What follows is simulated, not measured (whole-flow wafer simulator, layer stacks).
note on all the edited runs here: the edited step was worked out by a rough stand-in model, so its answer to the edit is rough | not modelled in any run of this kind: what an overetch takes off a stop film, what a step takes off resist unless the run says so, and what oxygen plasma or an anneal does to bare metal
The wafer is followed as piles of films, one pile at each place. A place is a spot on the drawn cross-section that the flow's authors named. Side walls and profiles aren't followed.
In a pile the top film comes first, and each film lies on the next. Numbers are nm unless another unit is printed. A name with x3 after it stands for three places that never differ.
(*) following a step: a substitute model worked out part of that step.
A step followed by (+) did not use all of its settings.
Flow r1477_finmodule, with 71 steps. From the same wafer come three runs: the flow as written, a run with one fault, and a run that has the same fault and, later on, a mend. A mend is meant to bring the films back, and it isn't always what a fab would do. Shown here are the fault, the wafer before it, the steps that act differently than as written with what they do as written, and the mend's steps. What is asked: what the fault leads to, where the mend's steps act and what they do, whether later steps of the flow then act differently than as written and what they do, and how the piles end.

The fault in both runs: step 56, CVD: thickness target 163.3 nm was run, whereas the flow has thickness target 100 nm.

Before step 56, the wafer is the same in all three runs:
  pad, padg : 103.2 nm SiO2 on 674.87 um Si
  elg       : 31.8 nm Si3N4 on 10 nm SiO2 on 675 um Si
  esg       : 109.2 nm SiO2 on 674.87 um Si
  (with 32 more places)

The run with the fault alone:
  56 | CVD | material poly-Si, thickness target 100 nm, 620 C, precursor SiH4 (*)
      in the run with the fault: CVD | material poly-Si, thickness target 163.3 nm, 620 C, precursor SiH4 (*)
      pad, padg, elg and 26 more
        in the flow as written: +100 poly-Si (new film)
        in the run with the fault: +163.3 poly-Si (new film)
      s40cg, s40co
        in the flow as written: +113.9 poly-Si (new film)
        in the run with the fault: +178 poly-Si (new film)
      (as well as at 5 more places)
  Steps further on in the flow that do not act as written (2 more steps, not shown, differ only slightly: by at most 2% or 0.5 nm, whichever is larger):
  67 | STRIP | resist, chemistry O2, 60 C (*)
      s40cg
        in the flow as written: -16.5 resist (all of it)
        in the run with the fault: -15.8 resist (all of it)
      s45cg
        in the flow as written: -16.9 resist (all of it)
        in the run with the fault: -16.1 resist (all of it)
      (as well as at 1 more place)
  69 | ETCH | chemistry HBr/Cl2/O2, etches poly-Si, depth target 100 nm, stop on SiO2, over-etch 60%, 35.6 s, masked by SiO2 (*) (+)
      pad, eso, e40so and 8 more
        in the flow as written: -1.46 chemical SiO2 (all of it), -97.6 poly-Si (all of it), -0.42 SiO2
        in the run with the fault: -1.46 chemical SiO2 (all of it), -160 poly-Si
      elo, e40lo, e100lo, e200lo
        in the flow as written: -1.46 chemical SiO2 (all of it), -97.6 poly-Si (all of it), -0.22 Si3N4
        in the run with the fault: -1.46 chemical SiO2 (all of it), -160 poly-Si
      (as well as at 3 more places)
  The piles end different from the flow's at pad, padg, elg and 33 more by more than 2% or 0.5 nm, whichever is larger.
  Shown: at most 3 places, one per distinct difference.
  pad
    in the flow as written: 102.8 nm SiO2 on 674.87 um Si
    in the run with the fault: 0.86 nm poly-Si on 103.2 nm SiO2 on 674.87 um Si
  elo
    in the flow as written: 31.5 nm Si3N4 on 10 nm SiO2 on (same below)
    in the run with the fault: 0.86 nm poly-Si on 31.8 nm Si3N4 on 10 nm SiO2 on (same below)
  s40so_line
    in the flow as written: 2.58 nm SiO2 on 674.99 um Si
    in the run with the fault: 0.86 nm poly-Si on 3 nm SiO2 on 674.99 um Si

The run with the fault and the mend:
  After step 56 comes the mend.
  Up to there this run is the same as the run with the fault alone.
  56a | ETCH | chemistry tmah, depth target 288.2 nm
      pad, padg, elg and 26 more
        -163.3 poly-Si (all of it)
      s40cg, s40co
        -178 poly-Si (all of it)
      s45cg, s45co
        -177.7 poly-Si (all of it)
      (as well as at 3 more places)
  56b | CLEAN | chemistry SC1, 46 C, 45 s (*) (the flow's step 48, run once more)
      s40sg_line, s45sg_line, s50sg_line, s40so_line, s45so_line, s50so_line
        -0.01 SiO2
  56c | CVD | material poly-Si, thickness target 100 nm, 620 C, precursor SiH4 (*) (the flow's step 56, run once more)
      pad, padg, elg and 26 more
        +100 poly-Si (new film)
      s40cg, s40co
        +113.9 poly-Si (new film)
      s45cg, s45co
        +113.4 poly-Si (new film)
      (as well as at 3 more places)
  Every later step of the flow that is run acts as written, at every place that is followed, to within 2% or 0.5 nm, whichever is larger.
  The piles end only slightly different from the flow's at the places that both follow, by no more than 2% or 0.5 nm, whichever is larger.
